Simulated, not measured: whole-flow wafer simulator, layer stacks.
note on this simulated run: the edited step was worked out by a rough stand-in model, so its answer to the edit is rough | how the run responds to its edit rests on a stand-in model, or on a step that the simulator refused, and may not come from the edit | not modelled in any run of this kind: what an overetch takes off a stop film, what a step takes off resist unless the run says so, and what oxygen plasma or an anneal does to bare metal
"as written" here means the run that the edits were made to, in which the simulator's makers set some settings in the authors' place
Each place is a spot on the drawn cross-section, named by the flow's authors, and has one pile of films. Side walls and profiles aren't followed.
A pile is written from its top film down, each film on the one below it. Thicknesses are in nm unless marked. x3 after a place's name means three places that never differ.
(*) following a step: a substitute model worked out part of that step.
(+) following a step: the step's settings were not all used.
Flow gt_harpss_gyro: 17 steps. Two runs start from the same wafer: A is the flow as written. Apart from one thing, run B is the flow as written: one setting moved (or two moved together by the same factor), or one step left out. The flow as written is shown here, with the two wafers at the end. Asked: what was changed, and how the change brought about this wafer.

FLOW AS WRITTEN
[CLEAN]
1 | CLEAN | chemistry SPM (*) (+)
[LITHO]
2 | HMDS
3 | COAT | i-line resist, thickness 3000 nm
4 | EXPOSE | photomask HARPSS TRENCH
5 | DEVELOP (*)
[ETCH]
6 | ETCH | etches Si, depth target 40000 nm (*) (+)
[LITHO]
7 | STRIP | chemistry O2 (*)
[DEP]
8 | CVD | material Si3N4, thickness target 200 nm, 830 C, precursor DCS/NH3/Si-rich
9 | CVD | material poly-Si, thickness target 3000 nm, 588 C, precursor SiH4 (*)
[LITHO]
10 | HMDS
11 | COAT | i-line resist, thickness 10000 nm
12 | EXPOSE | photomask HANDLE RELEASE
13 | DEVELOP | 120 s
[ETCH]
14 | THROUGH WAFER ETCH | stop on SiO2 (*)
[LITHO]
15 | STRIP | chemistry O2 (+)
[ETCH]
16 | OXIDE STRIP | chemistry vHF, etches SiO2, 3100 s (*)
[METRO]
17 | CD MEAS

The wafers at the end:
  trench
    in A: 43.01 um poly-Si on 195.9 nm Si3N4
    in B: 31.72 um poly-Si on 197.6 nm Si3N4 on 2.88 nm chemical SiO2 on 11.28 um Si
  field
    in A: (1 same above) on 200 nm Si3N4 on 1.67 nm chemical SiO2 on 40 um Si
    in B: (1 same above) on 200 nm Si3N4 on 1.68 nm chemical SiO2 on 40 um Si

Cause: step 6, ETCH: depth target 28720 nm was run, whereas the flow has depth target 40000 nm.

The path from the change to this, step by step:
  6 | ETCH | etches Si, depth target 40000 nm (*) (+)
      trench: A -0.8 chemical SiO2 (all of it), -40 um Si (all of it) | B -0.8 chemical SiO2 (all of it), -28.72 um Si
      field: A -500 i-line resist | B -359 i-line resist
  7 | STRIP | chemistry O2 (*)
      trench: A nothing | B +2.88 chemical SiO2 (new film), -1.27 Si
      field: A -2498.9 i-line resist (all of it), +0.87 chemical SiO2, -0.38 Si | B -2639.9 i-line resist (all of it), +0.88 chemical SiO2, -0.39 Si
  9 | CVD | material poly-Si, thickness target 3000 nm, 588 C, precursor SiH4 (*)
      trench: A +43.01 um poly-Si (new film) | B +31.72 um poly-Si (new film)
